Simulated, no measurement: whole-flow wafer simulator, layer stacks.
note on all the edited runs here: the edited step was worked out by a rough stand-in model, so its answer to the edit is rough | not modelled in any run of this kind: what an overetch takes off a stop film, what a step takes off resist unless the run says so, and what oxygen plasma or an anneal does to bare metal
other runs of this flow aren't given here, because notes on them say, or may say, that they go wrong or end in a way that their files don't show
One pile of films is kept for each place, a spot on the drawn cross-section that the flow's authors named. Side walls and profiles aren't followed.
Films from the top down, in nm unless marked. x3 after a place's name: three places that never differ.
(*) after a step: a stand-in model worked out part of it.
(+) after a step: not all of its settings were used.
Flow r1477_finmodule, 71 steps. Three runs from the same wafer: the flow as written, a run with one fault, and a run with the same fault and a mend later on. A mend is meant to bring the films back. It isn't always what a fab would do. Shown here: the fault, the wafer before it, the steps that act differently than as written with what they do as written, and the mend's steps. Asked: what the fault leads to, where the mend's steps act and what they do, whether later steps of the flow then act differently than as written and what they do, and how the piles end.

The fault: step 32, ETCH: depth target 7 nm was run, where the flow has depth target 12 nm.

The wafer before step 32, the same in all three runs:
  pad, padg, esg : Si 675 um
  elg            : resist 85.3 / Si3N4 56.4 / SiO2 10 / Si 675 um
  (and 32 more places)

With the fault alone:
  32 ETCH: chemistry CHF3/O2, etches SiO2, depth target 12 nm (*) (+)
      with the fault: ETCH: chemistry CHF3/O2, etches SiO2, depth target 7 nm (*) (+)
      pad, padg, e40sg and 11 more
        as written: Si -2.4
        with the fault: Si -1.4
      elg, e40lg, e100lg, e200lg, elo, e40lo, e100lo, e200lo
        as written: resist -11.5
        with the fault: resist -6.71
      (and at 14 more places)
  Later steps of the flow that act differently than as written (3 more steps differ only slightly, by at most 2% or 0.5 nm, whichever is larger, and aren't shown):
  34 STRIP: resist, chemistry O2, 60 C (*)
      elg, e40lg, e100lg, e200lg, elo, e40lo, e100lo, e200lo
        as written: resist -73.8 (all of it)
        with the fault: resist -78.6 (all of it)
  At the end the piles differ from the flow's only slightly at the places that both follow, by at most 2% or 0.5 nm, whichever is larger.

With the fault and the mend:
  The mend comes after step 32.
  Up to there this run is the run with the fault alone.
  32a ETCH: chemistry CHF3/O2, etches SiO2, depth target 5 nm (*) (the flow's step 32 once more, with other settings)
      pad, padg, e40sg and 11 more
        Si -1
      elg, e40lg, e100lg, e200lg, elo, e40lo, e100lo, e200lo
        resist -4.79
      s40sg_line, s45sg_line, s50sg_line, s40so_line, s45so_line, s50so_line
        SiO2 -5
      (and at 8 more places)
  No later step of the flow acts differently than as written, at any place that is followed, by more than 2% or 0.5 nm, whichever is larger.
  At the end the piles differ from the flow's only slightly at the places that both follow, by at most 2% or 0.5 nm, whichever is larger.
